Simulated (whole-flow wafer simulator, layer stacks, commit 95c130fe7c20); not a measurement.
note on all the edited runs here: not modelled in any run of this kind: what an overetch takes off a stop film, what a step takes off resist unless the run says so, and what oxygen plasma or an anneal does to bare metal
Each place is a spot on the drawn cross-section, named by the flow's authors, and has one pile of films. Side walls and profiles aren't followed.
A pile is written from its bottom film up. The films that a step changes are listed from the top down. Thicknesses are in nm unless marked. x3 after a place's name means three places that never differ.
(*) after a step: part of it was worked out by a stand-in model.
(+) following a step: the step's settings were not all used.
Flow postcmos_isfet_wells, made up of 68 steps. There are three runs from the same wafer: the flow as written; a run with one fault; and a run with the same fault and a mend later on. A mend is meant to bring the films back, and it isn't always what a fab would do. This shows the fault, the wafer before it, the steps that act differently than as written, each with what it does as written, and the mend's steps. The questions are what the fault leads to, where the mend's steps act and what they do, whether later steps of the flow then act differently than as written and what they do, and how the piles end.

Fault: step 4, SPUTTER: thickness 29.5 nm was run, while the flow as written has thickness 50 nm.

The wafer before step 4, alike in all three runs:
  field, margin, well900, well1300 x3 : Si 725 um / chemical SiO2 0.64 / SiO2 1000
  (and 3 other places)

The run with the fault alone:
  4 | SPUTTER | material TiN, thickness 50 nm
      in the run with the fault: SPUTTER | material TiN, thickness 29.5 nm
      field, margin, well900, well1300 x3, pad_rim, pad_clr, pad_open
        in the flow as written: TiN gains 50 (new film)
        in the run with the fault: TiN gains 29.5 (new film)
  Later steps of the flow acting differently than as written (1 more step, not shown, differs only slightly: by at most 2% or 0.5 nm, whichever is larger):
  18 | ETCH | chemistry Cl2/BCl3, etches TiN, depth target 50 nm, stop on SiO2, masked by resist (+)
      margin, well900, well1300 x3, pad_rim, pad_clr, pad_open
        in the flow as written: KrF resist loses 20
        in the run with the fault: KrF resist loses 17.7
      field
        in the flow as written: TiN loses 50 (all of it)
        in the run with the fault: TiN loses 29.5 (all of it)
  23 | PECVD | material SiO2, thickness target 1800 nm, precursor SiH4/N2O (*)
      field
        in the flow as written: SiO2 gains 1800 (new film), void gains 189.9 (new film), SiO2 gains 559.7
        in the run with the fault: SiO2 gains 1800 (new film), void gains 174.5 (new film), SiO2 gains 554.6
  By the end, the piles at field, margin, well900, well1300 x3, pad_rim, pad_clr, pad_open depart from the flow's by more than 2% or 0.5 nm, whichever is larger.
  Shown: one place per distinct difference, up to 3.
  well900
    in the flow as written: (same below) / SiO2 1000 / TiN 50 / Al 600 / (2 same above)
    in the run with the fault: (same below) / SiO2 1000 / TiN 29.5 / Al 600 / (2 same above)
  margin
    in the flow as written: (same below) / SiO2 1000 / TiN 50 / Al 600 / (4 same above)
    in the run with the fault: (same below) / SiO2 1000 / TiN 29.5 / Al 600 / (4 same above)
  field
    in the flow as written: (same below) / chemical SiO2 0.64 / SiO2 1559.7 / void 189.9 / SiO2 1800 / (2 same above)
    in the run with the fault: (same below) / chemical SiO2 0.64 / SiO2 1554.6 / void 174.5 / SiO2 1800 / (2 same above)

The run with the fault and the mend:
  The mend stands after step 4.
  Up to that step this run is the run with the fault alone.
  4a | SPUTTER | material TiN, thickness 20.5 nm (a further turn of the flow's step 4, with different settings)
      field, margin, well900, well1300 x3, pad_rim, pad_clr, pad_open
        TiN gains 20.5
  Later steps of the flow that are run all act as written at every place that is followed.
  At every place that both follow, the piles at the end match the flow's.
